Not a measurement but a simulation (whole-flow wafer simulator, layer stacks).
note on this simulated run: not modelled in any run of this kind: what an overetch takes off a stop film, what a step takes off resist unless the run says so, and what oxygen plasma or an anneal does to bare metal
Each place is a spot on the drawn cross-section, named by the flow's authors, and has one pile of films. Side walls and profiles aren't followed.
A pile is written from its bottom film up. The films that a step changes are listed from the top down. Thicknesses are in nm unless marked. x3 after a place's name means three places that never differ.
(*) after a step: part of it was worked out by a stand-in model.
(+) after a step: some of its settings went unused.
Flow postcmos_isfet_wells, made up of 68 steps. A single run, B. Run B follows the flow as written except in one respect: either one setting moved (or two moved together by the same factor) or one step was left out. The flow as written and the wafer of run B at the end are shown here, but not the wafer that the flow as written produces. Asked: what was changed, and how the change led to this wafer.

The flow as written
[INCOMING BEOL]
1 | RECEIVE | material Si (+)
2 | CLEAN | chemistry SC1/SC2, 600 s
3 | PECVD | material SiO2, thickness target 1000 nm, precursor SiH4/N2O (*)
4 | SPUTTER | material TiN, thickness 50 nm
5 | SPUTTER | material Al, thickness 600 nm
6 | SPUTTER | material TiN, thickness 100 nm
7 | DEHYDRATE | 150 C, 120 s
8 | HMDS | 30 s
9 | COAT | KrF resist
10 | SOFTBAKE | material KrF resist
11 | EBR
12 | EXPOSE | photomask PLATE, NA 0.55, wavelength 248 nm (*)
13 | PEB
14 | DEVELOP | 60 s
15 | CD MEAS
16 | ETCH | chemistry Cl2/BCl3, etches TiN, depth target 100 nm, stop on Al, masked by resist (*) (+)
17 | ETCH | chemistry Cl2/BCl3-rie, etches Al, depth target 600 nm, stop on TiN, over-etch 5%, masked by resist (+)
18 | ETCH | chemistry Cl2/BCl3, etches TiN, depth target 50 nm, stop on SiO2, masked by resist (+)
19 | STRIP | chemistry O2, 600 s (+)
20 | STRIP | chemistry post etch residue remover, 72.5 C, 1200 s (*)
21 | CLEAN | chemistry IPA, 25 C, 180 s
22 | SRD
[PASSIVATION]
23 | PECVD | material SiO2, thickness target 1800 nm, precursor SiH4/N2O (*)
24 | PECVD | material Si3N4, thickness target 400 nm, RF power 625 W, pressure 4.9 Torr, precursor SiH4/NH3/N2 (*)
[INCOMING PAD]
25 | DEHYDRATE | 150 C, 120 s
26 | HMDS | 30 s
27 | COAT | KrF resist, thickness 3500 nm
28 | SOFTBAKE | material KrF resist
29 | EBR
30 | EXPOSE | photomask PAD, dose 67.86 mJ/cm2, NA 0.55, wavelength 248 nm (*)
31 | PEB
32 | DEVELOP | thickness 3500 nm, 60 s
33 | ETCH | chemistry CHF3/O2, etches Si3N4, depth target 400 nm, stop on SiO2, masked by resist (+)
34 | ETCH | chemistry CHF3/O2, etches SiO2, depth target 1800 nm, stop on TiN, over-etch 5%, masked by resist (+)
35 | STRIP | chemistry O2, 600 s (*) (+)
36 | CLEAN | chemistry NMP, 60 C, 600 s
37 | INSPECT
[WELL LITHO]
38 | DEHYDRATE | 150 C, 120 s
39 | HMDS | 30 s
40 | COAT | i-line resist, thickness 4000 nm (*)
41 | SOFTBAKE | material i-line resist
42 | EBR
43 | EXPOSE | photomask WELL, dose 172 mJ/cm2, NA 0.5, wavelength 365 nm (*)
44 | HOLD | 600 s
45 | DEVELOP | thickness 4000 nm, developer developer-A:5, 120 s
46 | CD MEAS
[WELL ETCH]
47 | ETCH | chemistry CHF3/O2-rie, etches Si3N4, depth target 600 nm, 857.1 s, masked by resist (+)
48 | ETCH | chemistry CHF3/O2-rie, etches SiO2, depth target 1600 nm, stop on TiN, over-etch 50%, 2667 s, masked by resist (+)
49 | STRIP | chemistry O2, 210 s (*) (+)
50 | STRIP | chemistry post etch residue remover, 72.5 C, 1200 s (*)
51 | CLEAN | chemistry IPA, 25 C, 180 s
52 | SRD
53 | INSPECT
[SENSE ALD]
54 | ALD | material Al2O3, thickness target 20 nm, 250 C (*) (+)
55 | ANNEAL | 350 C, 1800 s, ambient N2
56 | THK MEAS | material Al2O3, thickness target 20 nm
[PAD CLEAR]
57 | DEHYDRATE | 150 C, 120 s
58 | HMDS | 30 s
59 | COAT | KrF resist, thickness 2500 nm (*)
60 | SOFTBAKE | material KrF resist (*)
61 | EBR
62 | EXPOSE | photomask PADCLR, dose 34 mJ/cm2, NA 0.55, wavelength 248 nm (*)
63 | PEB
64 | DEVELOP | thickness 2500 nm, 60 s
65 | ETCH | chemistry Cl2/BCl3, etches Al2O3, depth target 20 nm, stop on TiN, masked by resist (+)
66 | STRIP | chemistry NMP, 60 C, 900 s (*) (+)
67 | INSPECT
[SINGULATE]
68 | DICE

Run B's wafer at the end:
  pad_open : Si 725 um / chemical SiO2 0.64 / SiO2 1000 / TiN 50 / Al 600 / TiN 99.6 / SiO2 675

What caused this: step 34, ETCH: depth target 1125 nm was run, though the flow has depth target 1800 nm.

The path from the change to this, step by step:
  34 | ETCH | chemistry CHF3/O2, etches SiO2, depth target 1800 nm, stop on TiN, over-etch 5%, masked by resist (+)
      pad_open: SiO2 loses 1125 (as written it would have been: SiO2 loses 1800 (all of it))
      field, margin, well900, well1300, well2000, well3000, pad_rim, pad_clr: KrF resist loses 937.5 (as written it would have been: KrF resist loses 1500)
  35 | STRIP | chemistry O2, 600 s (*) (+)
      field, margin, well900, well1300, well2000, well3000, pad_rim, pad_clr: KrF resist loses 2200.9 (all of it) (as written it would have been: KrF resist loses 1638.4 (all of it))
  40 | COAT | i-line resist, thickness 4000 nm (*)
      pad_clr: i-line resist gains 3471.6 (new film) (as written it would have been: i-line resist gains 3256.8 (new film))
      pad_open: i-line resist gains 4561.3 (new film) (as written it would have been: i-line resist gains 4804.7 (new film))
  41 | SOFTBAKE | material i-line resist
      pad_clr: i-line resist loses 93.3 (as written it would have been: i-line resist loses 156.7)
      pad_open: i-line resist gains 83.6 (as written it would have been: i-line resist gains 115.3)
  49 | STRIP | chemistry O2, 210 s (*) (+)
      pad_clr: i-line resist loses 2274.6 (all of it) (as written it would have been: i-line resist loses 1996.5 (all of it))
      pad_open: i-line resist loses 3541.2 (all of it) (as written it would have been: i-line resist loses 3816.3 (all of it))
  59 | COAT | KrF resist, thickness 2500 nm (*)
      pad_rim: KrF resist gains 2133.5 (new film) (as written it would have been: KrF resist gains 1976.4 (new film))
      pad_clr: KrF resist gains 1924.5 (new film) (as written it would have been: KrF resist gains 1691.6 (new film))
      (as well as at 1 more place)
  60 | SOFTBAKE | material KrF resist (*)
      pad_rim: KrF resist loses 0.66 (as written it would have been: nothing)
      pad_clr: KrF resist loses 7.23 (as written it would have been: KrF resist loses 9.57)
  64 | DEVELOP | thickness 2500 nm, 60 s
      pad_clr: KrF resist loses 1917.3 (all of it) (as written it would have been: KrF resist loses 1682 (all of it))
      pad_open: KrF resist loses 2893.9 (all of it) (as written it would have been: KrF resist loses 3067.2 (all of it))
  66 | STRIP | chemistry NMP, 60 C, 900 s (*) (+)
      pad_rim: KrF resist loses 2094.1 (all of it) (as written it would have been: KrF resist loses 1937.7 (all of it))
